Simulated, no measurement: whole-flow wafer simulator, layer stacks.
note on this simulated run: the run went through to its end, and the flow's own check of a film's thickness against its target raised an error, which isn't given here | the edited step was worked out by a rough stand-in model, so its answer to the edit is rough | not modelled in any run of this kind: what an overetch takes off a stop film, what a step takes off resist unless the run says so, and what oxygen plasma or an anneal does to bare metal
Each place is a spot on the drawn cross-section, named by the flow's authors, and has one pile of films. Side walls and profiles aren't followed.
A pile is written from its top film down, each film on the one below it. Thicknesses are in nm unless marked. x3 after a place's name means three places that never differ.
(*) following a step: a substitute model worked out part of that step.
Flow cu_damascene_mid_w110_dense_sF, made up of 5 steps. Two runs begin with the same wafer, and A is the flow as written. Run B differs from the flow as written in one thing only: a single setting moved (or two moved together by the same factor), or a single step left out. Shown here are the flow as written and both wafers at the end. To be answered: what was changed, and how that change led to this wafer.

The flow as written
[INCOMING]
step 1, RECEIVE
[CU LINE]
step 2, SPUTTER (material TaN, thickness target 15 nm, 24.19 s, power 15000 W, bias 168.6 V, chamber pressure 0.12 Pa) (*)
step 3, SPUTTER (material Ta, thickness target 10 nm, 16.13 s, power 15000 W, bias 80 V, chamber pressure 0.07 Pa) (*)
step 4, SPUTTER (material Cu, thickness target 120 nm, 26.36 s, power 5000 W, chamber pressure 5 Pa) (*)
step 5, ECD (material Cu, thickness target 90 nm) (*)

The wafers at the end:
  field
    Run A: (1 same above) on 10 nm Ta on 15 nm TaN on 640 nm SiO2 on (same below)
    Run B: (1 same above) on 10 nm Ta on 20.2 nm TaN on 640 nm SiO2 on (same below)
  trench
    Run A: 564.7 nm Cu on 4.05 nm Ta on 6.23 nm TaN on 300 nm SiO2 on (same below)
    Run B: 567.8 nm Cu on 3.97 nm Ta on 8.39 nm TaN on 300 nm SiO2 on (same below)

The reason: step 2, SPUTTER: thickness target 20.2 nm was run, while the flow as written has thickness target 15 nm; step 2, SPUTTER: 32.66 s was run, where the flow has 24.19 s.
One can read it off the wafer: field has TaN 20.2, and step 2 as written asks for 15 nm.

The path from the change to this, step by step:
  step 2, SPUTTER (material TaN, thickness target 15 nm, 24.19 s, power 15000 W, bias 168.6 V, chamber pressure 0.12 Pa) (*)
      field: A TaN gains 15 (new film) | B TaN gains 20.2 (new film)
      trench: A TaN gains 6.23 (new film) | B TaN gains 8.39 (new film)
